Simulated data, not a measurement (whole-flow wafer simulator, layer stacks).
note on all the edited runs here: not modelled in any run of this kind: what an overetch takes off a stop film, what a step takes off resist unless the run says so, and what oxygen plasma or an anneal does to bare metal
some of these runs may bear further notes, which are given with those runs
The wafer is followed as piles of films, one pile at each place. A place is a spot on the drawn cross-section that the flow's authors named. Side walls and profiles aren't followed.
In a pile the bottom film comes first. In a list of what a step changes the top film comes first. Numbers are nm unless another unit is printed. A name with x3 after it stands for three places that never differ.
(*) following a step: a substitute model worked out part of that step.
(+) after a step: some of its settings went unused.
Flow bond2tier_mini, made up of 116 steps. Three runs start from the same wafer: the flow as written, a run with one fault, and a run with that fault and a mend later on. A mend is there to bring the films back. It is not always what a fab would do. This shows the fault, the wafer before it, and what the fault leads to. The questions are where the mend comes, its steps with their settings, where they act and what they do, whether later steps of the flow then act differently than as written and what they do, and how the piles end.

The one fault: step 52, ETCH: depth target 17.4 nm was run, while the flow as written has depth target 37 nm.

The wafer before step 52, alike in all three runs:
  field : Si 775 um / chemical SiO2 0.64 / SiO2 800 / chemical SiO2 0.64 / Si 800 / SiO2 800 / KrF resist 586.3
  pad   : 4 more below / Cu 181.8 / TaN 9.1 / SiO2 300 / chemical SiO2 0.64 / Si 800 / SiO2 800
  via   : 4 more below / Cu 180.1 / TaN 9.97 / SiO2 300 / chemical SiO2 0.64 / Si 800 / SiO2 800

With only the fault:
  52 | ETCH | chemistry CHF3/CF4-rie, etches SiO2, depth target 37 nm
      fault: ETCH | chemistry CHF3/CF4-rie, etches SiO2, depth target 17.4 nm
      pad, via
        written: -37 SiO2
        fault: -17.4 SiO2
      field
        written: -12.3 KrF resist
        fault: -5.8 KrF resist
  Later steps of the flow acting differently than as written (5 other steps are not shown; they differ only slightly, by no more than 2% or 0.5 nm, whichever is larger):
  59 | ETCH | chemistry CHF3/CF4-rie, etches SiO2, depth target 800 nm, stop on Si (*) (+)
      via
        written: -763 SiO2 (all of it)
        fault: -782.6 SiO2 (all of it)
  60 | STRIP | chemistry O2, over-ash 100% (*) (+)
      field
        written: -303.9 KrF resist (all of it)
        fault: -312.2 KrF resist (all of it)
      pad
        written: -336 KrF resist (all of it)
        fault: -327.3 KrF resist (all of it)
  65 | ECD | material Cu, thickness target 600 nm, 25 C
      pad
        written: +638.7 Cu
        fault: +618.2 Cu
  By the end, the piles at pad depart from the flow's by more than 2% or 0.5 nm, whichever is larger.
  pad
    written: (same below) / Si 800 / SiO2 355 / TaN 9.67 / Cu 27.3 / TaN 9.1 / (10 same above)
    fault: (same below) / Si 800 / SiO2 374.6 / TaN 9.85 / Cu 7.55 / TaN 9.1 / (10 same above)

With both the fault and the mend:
  After step 53 comes the mend.
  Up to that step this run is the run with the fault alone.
  53a | COAT | KrF resist, thickness 600 nm (*) (the flow's step 47, run once more)
      field
        +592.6 KrF resist (new film)
      pad
        +607.7 KrF resist (new film)
      via
        +606.8 KrF resist (new film)
  53b | SOFTBAKE | KrF resist (the flow's step 48, run once more)
      does not change any film at any place that is followed
  53c | EXPOSE | photomask T2TRIM, NA 0.6 (the flow's step 49, run once more)
      does not change any film at any place that is followed
  53d | PEB | KrF resist (the flow's step 50, run once more)
      does not change any film at any place that is followed
  53e | DEVELOP | developer TMAH-0.26N, 60 s (the flow's step 51, run once more)
      field
        -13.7 KrF resist
      pad
        -607.7 KrF resist (all of it)
      via
        -606.8 KrF resist (all of it)
  53f | ETCH | chemistry CHF3/CF4-rie, etches SiO2, depth target 19.6 nm (the flow's step 52, run once more with other settings)
      pad, via
        -19.6 SiO2
      field
        -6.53 KrF resist
  53g | STRIP | chemistry O2, over-ash 100% (+) (the flow's step 53, run once more)
      field
        -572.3 KrF resist (all of it)
  None of the later steps of the flow acts differently than as written at any place that is followed.
  The piles end the same as the flow's at every place that both follow.
